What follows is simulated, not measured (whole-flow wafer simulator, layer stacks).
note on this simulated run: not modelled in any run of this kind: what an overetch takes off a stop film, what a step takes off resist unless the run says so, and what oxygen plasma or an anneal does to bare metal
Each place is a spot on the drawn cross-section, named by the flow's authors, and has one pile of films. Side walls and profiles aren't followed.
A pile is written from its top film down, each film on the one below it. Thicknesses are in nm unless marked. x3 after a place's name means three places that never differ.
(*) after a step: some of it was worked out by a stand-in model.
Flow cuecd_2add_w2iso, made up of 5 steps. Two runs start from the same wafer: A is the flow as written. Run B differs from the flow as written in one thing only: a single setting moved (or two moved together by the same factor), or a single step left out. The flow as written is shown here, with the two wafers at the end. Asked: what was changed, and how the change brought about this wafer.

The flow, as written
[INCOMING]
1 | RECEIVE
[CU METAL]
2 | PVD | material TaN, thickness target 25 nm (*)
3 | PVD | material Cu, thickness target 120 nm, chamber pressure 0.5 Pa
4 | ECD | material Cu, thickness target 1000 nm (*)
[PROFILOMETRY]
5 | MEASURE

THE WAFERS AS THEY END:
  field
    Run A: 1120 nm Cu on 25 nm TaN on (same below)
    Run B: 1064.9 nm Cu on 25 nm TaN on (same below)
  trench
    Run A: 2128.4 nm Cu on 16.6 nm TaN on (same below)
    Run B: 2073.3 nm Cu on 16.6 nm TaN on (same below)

The reason: step 3, PVD: thickness target 64.9 nm was run, while the flow as written has thickness target 120 nm.

How this came from the change, step by step:
  3 | PVD | material Cu, thickness target 120 nm, chamber pressure 0.5 Pa
      field: A Cu gains 120 (new film) | B Cu gains 64.9 (new film)
      trench: A Cu gains 80.8 (new film) | B Cu gains 43.9 (new film)
